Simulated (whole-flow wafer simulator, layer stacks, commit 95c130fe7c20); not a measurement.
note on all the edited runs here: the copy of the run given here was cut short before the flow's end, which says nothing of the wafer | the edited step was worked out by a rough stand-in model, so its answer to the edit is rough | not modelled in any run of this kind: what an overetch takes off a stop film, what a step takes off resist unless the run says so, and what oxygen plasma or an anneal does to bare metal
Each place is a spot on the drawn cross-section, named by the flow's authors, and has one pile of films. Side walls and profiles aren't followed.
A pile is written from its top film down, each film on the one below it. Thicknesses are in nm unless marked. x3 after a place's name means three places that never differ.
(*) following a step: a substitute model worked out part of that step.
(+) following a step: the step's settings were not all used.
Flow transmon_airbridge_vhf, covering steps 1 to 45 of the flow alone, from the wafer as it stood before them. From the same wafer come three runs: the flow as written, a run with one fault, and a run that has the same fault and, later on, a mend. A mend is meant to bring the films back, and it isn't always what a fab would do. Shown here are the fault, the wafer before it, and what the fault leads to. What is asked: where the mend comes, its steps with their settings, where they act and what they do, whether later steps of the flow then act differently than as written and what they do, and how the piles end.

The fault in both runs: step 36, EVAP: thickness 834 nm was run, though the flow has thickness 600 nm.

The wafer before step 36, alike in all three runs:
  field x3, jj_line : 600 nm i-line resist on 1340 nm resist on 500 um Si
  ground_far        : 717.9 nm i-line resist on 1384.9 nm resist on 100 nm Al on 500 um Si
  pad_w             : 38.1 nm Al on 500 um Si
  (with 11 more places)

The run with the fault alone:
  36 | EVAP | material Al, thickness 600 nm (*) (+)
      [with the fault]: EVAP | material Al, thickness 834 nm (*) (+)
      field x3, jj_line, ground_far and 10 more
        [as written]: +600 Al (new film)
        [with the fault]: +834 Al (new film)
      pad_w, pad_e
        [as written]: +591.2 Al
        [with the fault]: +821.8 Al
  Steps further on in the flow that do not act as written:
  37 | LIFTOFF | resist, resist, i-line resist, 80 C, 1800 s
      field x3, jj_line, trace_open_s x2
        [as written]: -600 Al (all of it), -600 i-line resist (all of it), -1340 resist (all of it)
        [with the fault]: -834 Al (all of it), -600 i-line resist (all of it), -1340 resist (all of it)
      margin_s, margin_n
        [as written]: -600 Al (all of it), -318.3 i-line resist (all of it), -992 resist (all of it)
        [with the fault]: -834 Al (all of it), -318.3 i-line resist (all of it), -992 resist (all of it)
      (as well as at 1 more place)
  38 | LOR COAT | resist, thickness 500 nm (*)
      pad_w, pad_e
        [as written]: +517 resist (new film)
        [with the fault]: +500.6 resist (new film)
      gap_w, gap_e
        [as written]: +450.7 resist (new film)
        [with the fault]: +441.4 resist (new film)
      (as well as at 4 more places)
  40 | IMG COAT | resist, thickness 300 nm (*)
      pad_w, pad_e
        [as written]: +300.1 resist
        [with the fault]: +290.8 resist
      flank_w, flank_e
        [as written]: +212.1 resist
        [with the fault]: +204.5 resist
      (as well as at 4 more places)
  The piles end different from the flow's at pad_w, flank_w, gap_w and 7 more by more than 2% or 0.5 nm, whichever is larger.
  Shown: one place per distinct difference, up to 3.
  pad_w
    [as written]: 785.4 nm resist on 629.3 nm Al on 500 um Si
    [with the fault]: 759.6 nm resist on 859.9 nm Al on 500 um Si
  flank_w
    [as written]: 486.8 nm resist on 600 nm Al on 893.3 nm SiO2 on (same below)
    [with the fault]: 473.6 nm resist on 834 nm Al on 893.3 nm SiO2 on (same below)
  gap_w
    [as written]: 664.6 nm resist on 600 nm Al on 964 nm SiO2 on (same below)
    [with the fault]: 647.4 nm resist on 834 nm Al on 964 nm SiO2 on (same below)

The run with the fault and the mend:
  The mend follows step 36.
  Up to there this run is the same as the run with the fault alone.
  36a | METAL ETCH | etches Al, depth 234 nm (a further turn of the flow's step 11, with different settings)
      field x3, jj_line, ground_far and 12 more
        -234 Al
  None of the later steps of the flow differs from how it acts as written, at any place that is followed, by more than 2% or 0.5 nm, whichever is larger.
  The piles end only slightly different from the flow's at the places that both follow, by no more than 2% or 0.5 nm, whichever is larger.
